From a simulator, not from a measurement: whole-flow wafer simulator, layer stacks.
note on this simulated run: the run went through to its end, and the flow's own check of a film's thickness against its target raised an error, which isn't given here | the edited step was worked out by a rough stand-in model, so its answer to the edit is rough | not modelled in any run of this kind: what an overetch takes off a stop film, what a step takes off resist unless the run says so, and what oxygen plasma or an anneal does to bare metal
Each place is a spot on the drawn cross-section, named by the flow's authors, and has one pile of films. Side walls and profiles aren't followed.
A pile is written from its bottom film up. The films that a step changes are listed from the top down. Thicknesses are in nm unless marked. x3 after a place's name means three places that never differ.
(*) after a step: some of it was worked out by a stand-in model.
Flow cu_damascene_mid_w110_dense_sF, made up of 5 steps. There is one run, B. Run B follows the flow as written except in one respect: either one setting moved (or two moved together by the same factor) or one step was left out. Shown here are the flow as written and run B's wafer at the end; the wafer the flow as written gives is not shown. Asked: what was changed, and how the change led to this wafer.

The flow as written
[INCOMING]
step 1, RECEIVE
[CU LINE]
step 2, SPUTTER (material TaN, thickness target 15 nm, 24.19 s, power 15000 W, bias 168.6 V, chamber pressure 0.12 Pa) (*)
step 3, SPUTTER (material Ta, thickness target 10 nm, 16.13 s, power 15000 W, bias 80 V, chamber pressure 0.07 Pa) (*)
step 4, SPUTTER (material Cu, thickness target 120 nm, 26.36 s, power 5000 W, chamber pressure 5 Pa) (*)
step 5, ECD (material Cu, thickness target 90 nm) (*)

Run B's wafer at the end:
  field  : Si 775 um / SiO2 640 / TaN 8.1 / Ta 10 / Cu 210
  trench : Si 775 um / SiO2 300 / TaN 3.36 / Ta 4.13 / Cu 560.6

What caused this: step 2, SPUTTER: thickness target 8.1 nm was run, though the flow has thickness target 15 nm; step 2, SPUTTER: 13.01 s was run, where the flow has 24.19 s.
The wafer lets one read it off: field has TaN 8.1, and step 2 as written asks for 15 nm.

The path from the change to this, step by step:
  step 2, SPUTTER (material TaN, thickness target 15 nm, 24.19 s, power 15000 W, bias 168.6 V, chamber pressure 0.12 Pa) (*)
      field: TaN gains 8.1 (new film) (in the flow as written it would be: TaN gains 15 (new film))
      trench: TaN gains 3.36 (new film) (in the flow as written it would be: TaN gains 6.23 (new film))
  step 4, SPUTTER (material Cu, thickness target 120 nm, 26.36 s, power 5000 W, chamber pressure 5 Pa) (*)
      trench: Cu gains 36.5 (new film) (in the flow as written it would be: Cu gains 35.7 (new film))
